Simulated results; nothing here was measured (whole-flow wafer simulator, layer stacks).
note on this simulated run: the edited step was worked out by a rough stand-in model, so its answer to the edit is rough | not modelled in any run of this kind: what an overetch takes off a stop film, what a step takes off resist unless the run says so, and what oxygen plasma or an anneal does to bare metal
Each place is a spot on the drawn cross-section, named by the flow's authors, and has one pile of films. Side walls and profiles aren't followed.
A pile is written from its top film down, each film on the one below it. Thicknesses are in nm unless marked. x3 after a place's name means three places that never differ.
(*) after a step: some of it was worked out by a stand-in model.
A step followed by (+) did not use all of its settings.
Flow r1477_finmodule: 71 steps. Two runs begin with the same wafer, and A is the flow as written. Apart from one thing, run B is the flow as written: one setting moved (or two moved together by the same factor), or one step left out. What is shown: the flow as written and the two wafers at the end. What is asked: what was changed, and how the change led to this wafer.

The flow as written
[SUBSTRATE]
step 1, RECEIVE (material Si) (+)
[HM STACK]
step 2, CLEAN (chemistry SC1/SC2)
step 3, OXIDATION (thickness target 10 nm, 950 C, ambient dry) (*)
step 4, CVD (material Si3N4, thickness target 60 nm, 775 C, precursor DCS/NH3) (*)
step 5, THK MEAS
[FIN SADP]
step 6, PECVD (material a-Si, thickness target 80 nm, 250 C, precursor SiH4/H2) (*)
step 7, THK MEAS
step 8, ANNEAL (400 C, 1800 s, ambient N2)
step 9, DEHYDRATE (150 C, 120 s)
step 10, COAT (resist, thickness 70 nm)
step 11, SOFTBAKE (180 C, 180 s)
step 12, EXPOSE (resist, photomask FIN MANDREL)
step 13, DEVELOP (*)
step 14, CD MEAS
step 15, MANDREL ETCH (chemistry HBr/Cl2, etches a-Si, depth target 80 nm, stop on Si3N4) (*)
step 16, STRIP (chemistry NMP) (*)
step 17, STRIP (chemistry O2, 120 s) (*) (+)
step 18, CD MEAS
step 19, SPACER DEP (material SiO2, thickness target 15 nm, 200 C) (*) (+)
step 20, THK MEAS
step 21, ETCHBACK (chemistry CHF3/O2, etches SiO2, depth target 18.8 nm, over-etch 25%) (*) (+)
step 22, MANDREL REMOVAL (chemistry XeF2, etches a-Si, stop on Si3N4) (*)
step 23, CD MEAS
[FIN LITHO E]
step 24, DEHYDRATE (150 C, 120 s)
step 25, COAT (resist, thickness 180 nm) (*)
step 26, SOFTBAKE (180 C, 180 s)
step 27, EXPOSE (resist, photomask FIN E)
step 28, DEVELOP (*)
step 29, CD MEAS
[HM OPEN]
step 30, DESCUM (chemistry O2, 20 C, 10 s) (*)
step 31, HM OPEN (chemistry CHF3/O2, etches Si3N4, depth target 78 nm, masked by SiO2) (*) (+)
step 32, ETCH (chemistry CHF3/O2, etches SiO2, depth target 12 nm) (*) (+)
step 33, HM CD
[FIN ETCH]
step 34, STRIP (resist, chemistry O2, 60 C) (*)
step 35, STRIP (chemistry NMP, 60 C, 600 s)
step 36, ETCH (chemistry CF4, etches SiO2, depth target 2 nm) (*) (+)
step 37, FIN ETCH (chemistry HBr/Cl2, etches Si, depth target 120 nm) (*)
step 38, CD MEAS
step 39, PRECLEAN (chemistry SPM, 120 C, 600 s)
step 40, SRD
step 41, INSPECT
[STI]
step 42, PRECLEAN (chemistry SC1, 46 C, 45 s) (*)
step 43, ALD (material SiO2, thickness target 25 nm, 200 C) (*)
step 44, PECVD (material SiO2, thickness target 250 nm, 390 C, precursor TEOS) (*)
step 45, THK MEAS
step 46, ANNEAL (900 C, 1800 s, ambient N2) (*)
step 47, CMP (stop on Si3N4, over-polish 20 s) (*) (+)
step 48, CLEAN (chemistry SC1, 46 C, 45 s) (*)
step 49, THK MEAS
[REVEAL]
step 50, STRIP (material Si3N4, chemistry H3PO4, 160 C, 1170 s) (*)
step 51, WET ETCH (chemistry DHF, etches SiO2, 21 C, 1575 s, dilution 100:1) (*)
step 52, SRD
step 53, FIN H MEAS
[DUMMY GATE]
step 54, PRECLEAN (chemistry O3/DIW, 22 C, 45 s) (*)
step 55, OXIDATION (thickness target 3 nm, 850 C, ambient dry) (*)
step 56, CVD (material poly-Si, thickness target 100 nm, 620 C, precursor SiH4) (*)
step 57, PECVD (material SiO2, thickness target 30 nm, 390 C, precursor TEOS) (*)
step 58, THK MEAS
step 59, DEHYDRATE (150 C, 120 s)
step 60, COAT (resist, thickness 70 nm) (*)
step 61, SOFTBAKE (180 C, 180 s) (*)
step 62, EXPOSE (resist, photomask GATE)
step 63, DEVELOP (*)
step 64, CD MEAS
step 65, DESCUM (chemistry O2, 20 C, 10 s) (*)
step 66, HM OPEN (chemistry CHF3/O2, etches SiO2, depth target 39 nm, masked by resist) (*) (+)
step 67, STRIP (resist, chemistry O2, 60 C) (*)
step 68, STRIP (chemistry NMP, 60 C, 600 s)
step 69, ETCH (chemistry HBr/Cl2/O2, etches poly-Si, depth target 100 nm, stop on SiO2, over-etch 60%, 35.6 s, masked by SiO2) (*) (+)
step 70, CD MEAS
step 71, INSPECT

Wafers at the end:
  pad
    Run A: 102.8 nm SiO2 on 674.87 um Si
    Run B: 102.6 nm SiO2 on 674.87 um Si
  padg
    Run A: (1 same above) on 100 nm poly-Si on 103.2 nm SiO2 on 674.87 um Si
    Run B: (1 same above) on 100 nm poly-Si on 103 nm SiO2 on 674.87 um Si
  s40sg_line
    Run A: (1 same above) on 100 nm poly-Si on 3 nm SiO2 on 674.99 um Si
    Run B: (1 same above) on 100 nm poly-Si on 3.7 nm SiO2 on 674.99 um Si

The reason: step 55, OXIDATION: thickness target 3.7 nm was run, whereas the flow has thickness target 3 nm.
The wafer lets one read it off: s40sg_line has SiO2 3.7, and step 55 as written asks for 3 nm.

The path from the change to this, step by step:
  step 55, OXIDATION (thickness target 3 nm, 850 C, ambient dry) (*)
      s40sg_line, s45sg_line, s50sg_line, s40so_line, s45so_line, s50so_line: A SiO2 gains 3 (new film), chemical SiO2 loses 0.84 (all of it), Si loses 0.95 | B SiO2 gains 3.7 (new film), chemical SiO2 loses 0.84 (all of it), Si loses 1.26
